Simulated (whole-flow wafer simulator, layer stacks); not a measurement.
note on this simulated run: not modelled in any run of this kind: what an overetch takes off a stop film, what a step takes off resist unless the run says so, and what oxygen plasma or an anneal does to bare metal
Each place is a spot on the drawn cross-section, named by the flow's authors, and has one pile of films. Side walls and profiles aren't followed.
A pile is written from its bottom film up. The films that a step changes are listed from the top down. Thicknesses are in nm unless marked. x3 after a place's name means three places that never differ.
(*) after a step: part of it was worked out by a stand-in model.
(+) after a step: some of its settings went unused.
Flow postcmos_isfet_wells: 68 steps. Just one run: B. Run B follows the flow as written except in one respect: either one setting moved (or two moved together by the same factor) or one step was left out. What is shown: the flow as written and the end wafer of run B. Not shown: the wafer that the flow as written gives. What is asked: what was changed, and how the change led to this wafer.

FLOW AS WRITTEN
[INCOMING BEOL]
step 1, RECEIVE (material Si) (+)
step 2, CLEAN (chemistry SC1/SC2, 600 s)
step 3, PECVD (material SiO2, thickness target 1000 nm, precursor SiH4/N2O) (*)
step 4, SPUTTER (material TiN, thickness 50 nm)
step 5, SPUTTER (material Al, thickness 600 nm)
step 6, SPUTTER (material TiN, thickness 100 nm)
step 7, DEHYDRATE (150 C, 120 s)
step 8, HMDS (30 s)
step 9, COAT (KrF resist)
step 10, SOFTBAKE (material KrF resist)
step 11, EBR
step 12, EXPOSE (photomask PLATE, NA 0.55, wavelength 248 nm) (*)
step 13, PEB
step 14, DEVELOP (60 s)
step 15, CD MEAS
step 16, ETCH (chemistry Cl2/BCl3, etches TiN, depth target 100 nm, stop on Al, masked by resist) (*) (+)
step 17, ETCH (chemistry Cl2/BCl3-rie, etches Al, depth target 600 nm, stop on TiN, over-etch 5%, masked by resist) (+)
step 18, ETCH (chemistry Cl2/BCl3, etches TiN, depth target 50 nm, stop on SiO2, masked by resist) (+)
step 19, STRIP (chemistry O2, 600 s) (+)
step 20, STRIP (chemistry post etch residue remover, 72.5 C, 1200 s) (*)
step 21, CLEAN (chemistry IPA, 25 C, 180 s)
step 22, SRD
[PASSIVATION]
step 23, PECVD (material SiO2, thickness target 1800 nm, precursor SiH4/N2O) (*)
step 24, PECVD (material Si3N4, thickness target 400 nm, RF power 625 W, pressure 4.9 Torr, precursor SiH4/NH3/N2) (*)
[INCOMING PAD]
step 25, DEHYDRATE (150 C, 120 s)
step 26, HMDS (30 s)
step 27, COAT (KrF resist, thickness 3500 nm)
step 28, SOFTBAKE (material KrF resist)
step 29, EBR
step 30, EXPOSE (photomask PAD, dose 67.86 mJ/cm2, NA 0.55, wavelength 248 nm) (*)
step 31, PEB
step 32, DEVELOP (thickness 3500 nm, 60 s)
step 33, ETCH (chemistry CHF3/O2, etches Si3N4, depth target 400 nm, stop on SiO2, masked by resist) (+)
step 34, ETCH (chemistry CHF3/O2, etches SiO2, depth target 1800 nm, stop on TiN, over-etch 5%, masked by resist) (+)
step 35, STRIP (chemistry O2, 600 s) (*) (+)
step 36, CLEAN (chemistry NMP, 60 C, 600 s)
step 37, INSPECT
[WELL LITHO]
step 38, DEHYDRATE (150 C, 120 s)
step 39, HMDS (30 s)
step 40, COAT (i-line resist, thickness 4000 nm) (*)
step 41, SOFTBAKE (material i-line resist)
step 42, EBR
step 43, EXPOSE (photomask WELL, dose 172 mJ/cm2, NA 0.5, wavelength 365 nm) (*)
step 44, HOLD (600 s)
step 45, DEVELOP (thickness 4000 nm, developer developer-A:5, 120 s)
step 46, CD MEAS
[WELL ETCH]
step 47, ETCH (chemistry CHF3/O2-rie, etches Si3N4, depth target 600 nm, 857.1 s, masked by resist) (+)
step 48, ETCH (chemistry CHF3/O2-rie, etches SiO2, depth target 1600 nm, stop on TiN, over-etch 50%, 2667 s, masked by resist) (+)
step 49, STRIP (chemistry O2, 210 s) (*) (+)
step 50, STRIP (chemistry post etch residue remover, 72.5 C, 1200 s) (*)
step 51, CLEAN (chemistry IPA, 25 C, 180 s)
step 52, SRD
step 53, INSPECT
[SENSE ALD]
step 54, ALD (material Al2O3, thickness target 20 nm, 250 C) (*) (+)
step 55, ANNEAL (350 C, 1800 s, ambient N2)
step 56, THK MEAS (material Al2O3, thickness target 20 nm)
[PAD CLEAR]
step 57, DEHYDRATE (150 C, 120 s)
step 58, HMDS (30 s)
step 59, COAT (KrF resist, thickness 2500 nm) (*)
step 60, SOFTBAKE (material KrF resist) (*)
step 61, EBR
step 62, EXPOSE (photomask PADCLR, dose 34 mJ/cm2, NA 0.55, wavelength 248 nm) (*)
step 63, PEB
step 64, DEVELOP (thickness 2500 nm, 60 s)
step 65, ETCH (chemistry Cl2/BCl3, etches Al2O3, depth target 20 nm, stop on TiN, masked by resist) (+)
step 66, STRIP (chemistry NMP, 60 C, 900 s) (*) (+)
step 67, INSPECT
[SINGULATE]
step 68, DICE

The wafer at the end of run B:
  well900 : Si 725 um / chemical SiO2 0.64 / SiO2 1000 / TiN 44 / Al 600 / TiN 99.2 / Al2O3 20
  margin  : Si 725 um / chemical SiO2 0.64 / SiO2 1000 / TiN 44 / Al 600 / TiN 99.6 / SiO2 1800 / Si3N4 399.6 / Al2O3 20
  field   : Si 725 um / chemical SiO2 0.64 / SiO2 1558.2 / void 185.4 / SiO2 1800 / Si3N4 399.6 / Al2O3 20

What caused this: step 4, SPUTTER: thickness 44 nm was run, though the flow has thickness 50 nm; step 18, ETCH: depth target 44 nm was run, where the flow has depth target 50 nm.
The wafer itself shows it: well900 has TiN 44, and step 4 as written asks for 50 nm.

How this came from the change, step by step:
  step 4, SPUTTER (material TiN, thickness 50 nm)
      field, margin, well900 and 6 more: TiN gains 44 (new film) (as written it would have been: TiN gains 50 (new film))
  step 18, ETCH (chemistry Cl2/BCl3, etches TiN, depth target 50 nm, stop on SiO2, masked by resist) (+)
      margin, well900, well1300, well2000, well3000, pad_rim, pad_clr, pad_open: KrF resist loses 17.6 (as written it would have been: KrF resist loses 20)
      field: TiN loses 44 (all of it) (as written it would have been: TiN loses 50 (all of it))
  step 23, PECVD (material SiO2, thickness target 1800 nm, precursor SiH4/N2O) (*)
      field: SiO2 gains 1800 (new film), void gains 185.4 (new film), SiO2 gains 558.2 (as written it would have been: SiO2 gains 1800 (new film), void gains 189.9 (new film), SiO2 gains 559.7)
